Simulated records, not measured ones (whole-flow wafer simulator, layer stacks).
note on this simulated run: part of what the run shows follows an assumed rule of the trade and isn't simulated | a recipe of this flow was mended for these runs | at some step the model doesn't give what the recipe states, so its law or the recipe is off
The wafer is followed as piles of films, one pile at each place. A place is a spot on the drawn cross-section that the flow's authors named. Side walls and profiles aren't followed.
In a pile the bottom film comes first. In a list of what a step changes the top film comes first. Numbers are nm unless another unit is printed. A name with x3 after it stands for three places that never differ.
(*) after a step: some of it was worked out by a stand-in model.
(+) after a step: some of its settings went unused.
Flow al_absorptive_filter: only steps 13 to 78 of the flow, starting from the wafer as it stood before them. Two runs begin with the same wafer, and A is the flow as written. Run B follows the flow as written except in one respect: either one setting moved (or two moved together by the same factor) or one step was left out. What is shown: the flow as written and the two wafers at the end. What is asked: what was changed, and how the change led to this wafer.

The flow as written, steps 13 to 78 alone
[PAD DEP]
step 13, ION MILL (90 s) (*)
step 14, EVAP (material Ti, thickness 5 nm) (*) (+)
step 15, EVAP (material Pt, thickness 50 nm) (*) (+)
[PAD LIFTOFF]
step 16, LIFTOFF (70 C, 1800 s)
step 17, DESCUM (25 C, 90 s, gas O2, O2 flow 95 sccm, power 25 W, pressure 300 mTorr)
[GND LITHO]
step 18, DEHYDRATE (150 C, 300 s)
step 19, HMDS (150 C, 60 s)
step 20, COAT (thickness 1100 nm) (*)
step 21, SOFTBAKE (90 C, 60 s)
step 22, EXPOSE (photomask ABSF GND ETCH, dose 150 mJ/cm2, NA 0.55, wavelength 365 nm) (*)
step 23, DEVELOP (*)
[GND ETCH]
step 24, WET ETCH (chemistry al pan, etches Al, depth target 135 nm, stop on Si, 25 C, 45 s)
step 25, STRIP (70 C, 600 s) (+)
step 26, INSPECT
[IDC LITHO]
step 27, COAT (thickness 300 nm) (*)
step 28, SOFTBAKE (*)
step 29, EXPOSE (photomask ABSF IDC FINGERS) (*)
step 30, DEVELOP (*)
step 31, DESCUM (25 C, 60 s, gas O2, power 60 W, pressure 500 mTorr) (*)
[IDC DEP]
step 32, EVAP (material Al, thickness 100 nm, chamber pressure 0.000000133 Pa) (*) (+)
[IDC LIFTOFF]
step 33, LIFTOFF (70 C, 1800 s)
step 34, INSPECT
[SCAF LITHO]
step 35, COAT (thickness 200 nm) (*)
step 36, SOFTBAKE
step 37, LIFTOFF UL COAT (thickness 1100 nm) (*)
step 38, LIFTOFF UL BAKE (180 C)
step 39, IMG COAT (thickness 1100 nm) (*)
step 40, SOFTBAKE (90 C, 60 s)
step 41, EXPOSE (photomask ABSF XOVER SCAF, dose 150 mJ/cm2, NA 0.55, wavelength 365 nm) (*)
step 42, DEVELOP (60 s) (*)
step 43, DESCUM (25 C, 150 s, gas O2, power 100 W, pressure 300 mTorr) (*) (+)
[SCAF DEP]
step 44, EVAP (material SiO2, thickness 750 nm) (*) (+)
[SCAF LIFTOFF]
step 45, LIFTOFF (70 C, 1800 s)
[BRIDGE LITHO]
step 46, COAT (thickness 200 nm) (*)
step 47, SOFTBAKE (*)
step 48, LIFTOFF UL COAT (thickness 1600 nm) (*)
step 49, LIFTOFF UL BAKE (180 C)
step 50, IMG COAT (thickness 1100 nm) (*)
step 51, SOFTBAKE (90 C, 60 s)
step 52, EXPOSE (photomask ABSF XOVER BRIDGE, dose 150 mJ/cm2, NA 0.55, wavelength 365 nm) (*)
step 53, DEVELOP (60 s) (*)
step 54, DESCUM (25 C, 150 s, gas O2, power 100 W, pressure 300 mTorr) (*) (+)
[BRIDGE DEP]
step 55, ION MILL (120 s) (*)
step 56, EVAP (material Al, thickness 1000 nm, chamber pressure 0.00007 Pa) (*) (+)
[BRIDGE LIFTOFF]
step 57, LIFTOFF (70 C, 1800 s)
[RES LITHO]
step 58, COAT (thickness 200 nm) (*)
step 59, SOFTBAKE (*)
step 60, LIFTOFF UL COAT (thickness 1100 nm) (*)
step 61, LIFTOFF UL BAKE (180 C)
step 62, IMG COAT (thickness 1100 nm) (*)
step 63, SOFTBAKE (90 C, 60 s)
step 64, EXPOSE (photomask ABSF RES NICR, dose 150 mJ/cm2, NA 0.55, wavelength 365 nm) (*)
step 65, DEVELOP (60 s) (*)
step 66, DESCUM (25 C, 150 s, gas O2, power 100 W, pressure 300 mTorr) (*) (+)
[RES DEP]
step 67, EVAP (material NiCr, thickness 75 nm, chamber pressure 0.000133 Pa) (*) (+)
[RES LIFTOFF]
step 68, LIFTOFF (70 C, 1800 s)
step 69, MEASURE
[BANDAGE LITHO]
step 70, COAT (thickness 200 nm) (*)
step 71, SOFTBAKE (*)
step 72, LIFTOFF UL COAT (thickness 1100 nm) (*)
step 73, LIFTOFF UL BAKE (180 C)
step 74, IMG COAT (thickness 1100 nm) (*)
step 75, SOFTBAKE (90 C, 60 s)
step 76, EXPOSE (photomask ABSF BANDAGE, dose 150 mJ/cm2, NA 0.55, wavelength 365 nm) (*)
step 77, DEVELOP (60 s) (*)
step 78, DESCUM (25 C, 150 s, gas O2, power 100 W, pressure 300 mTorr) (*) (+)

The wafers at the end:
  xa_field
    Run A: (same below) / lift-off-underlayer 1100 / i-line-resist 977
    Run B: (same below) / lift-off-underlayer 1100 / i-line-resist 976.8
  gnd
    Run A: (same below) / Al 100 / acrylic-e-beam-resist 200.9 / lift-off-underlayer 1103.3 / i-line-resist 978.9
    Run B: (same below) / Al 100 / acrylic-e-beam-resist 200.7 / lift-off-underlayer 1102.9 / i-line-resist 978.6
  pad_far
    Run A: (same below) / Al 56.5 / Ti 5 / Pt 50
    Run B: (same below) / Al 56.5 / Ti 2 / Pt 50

What caused this: step 14, EVAP: thickness 2 nm was run, whereas the flow has thickness 5 nm.
The wafer itself shows it: pad_far has Ti 2, and step 14 as written asks for 5 nm.

How this came from the change, step by step:
  step 14, EVAP (material Ti, thickness 5 nm) (*) (+)
      gnd, pad_far, pad_near and 11 more: A +5 Ti (new film) | B +2 Ti (new film)
  step 16, LIFTOFF (70 C, 1800 s)
      gnd, ledge, res and 9 more: A -50 Pt (all of it), -5 Ti (all of it), -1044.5 i-line-resist (all of it), -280 lift-off-underlayer (all of it) | B -50 Pt (all of it), -2 Ti (all of it), -1044.5 i-line-resist (all of it), -280 lift-off-underlayer (all of it)
